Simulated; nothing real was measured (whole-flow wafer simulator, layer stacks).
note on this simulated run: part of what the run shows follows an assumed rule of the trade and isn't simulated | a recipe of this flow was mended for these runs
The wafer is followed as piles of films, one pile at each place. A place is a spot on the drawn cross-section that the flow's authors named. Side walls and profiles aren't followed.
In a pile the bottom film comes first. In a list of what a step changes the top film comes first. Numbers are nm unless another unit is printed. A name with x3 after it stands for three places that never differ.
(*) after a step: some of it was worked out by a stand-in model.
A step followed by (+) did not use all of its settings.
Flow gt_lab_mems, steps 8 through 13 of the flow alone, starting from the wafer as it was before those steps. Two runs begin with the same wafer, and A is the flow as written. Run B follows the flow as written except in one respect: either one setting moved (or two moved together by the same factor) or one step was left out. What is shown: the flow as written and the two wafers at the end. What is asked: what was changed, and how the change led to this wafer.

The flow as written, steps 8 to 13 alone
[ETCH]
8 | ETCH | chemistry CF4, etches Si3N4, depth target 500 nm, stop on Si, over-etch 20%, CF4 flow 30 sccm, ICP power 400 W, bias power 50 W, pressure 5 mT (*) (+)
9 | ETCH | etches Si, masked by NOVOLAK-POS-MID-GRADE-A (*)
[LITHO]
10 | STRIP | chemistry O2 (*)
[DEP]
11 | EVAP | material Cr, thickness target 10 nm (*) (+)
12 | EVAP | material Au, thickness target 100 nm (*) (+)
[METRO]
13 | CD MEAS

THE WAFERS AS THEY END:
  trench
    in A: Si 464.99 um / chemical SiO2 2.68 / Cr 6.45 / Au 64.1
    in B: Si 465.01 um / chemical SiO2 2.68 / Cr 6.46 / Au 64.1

Cause: step 8, ETCH: over-etch 14% was run, whereas the flow has over-etch 20%.

Step by step, how the change led to this:
  8 | ETCH | chemistry CF4, etches Si3N4, depth target 500 nm, stop on Si, over-etch 20%, CF4 flow 30 sccm, ICP power 400 W, bias power 50 W, pressure 5 mT (*) (+)
      field: A -400 g/i-line-resist | B -380 g/i-line-resist
      trench: A -500 Si3N4 (all of it), -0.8 chemical SiO2 (all of it), -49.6 Si | B -500 Si3N4 (all of it), -0.8 chemical SiO2 (all of it), -34.6 Si
